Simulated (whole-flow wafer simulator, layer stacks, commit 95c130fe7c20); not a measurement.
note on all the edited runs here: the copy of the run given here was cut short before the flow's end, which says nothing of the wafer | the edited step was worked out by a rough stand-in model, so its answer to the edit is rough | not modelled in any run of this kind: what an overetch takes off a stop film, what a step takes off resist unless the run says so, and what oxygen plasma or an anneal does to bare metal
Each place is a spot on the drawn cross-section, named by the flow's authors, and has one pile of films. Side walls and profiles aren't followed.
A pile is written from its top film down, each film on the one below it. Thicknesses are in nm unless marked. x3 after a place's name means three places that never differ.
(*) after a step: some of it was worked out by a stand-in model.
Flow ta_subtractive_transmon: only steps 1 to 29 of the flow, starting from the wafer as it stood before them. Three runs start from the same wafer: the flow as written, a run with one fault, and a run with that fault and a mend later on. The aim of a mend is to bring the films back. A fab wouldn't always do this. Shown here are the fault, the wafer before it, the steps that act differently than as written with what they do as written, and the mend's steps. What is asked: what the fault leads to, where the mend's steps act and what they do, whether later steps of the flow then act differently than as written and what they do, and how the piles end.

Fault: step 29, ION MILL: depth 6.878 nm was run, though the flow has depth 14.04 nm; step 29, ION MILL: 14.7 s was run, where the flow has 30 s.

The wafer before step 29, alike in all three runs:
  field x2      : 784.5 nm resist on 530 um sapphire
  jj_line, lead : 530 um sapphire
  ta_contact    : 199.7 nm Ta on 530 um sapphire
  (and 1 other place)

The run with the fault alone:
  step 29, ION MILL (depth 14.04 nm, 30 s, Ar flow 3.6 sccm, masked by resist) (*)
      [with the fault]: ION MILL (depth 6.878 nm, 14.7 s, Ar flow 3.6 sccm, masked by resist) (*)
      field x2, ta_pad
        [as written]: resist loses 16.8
        [with the fault]: resist loses 8.23
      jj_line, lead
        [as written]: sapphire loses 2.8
        [with the fault]: sapphire loses 1.37
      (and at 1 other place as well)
  Every later step of the flow that is run acts as written at every place that is followed.
  At ta_contact, the piles at the end differ from the flow's by more than 2% or 0.5 nm, whichever is larger.
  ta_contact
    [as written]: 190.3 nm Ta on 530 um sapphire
    [with the fault]: 195.1 nm Ta on 530 um sapphire

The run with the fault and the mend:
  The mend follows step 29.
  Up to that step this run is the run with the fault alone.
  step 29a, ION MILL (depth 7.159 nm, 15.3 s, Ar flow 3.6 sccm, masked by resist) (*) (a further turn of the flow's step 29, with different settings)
      field x2, ta_pad
        resist loses 8.56
      jj_line, lead
        sapphire loses 1.43
      ta_contact
        Ta loses 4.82
  Every later step of the flow that is run acts as written at every place that is followed.
  At every place that both follow, the piles at the end match the flow's.
